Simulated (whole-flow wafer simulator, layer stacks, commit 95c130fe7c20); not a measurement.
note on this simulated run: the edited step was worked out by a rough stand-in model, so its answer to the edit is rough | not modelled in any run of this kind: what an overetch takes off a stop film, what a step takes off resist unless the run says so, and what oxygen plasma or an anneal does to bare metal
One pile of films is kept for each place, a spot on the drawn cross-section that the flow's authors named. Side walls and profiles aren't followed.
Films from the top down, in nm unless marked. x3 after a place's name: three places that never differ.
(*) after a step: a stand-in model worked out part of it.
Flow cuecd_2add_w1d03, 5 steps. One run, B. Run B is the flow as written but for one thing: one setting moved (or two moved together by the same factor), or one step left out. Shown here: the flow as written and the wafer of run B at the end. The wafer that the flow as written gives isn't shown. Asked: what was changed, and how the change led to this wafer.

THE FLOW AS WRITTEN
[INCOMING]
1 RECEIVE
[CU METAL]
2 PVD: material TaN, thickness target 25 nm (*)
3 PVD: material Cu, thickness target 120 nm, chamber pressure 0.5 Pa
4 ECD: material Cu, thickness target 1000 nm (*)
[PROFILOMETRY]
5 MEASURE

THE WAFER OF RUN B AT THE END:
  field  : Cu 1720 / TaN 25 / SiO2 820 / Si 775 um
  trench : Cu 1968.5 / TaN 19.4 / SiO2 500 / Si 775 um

The cause: step 4, ECD: thickness target 1600 nm was run, where the flow has thickness target 1000 nm.

How the change led to this, step by step:
  4 ECD: material Cu, thickness target 1000 nm (*)
      field: Cu +1600 (as written it would be: Cu +1000)
      trench: Cu +1875.1 (as written it would be: Cu +1226.8)
